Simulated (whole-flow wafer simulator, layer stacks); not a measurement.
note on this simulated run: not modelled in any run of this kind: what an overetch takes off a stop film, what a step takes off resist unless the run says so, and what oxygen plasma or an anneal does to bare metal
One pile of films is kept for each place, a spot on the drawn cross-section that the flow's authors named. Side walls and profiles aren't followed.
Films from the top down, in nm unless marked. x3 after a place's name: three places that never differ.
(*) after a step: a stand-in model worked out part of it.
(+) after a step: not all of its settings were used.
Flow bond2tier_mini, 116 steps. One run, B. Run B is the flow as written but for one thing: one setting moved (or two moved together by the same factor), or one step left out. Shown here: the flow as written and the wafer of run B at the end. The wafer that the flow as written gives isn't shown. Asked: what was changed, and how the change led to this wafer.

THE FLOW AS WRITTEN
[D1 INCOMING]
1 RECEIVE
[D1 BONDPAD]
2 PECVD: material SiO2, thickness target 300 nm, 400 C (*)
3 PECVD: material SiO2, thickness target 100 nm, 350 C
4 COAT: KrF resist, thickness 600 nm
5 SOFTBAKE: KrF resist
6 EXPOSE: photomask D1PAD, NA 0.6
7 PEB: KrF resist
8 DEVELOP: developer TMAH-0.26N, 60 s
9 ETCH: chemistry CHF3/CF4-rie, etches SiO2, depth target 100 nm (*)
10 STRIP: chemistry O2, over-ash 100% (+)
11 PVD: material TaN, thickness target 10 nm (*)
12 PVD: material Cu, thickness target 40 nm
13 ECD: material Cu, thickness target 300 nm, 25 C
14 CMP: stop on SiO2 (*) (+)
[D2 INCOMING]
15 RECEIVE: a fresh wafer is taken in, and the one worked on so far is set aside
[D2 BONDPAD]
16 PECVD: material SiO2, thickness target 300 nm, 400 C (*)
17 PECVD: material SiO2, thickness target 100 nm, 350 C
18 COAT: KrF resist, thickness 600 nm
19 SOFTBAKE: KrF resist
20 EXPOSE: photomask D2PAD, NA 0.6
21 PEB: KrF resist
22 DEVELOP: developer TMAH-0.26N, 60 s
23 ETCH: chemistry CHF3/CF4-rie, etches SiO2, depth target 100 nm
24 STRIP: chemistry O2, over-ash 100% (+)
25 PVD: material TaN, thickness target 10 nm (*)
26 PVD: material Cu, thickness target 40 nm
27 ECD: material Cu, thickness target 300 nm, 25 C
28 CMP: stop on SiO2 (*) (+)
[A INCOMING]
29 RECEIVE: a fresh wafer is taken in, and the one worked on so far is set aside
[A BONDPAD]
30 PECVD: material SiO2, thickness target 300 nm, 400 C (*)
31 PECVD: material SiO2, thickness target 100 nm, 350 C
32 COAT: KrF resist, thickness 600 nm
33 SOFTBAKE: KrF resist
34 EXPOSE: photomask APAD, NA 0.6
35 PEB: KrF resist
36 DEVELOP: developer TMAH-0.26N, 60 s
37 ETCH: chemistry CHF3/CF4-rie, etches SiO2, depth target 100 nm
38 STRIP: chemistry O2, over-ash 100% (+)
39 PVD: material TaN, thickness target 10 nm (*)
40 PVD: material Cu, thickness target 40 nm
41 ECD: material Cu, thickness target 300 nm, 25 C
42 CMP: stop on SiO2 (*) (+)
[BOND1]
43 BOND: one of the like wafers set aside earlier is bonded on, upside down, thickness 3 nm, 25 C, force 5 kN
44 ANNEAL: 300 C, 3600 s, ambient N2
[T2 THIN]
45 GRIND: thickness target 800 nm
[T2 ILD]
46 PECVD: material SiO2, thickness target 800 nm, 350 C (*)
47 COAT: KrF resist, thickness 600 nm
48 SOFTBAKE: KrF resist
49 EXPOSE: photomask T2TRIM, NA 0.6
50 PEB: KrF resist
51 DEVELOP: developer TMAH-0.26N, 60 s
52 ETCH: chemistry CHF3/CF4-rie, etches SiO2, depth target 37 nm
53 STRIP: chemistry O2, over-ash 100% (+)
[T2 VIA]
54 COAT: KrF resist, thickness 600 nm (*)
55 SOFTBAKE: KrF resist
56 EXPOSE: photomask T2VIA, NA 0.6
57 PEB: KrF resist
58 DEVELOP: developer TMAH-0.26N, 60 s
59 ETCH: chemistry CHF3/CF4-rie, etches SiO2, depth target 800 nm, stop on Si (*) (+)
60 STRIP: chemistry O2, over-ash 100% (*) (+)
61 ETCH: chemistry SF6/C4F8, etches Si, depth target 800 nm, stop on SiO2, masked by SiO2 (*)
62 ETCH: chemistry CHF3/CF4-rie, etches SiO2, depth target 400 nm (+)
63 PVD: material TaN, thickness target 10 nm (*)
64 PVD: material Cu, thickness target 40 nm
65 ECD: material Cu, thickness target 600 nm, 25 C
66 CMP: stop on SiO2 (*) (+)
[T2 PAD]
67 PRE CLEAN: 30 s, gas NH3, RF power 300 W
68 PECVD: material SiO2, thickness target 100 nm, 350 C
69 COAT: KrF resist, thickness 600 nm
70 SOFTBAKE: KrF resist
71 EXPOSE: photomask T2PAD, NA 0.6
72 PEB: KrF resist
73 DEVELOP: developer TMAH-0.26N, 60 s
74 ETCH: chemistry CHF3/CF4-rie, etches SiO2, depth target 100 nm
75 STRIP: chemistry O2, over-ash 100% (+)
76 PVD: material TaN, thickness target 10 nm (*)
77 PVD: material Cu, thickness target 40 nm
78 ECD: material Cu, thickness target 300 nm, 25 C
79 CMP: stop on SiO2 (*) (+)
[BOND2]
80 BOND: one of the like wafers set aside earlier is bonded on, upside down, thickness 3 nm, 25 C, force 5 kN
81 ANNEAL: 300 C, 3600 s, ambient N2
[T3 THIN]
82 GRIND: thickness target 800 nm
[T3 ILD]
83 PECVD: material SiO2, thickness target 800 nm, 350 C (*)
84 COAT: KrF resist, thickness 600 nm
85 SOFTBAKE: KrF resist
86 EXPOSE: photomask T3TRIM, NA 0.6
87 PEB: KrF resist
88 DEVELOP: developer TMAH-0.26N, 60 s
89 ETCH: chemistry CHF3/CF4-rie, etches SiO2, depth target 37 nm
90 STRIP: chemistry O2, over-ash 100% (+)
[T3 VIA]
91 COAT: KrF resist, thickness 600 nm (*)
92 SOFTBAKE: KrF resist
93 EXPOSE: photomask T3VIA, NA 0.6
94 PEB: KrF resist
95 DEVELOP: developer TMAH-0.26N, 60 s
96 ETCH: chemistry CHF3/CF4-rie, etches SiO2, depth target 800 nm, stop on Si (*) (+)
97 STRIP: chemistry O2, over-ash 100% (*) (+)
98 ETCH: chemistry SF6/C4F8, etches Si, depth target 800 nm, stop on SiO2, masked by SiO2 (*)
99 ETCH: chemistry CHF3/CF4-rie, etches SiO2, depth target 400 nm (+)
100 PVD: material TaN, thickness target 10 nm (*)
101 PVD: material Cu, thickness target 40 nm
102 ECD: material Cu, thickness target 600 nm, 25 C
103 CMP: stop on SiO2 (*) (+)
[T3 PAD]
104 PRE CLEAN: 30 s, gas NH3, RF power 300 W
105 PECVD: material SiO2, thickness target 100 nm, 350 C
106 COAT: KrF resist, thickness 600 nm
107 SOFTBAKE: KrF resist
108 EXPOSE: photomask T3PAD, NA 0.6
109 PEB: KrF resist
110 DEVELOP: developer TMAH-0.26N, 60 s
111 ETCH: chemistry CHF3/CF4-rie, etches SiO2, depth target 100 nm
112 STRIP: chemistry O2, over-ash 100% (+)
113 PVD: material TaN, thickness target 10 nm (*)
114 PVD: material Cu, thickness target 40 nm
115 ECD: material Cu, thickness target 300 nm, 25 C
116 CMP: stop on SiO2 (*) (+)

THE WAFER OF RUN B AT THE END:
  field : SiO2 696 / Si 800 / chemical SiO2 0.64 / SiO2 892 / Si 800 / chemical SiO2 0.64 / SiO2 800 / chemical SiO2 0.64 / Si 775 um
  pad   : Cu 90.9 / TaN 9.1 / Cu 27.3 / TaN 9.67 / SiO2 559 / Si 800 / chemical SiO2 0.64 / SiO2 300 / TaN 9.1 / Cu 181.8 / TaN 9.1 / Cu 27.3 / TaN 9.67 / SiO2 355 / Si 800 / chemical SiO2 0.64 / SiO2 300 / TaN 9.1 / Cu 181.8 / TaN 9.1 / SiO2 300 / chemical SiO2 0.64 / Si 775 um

The cause: step 99, ETCH: depth target 196 nm was run, where the flow has depth target 400 nm.

How the change led to this, step by step:
  99 ETCH: chemistry CHF3/CF4-rie, etches SiO2, depth target 400 nm (+)
      field, pad: SiO2 -196 (as written it would be: SiO2 -400)
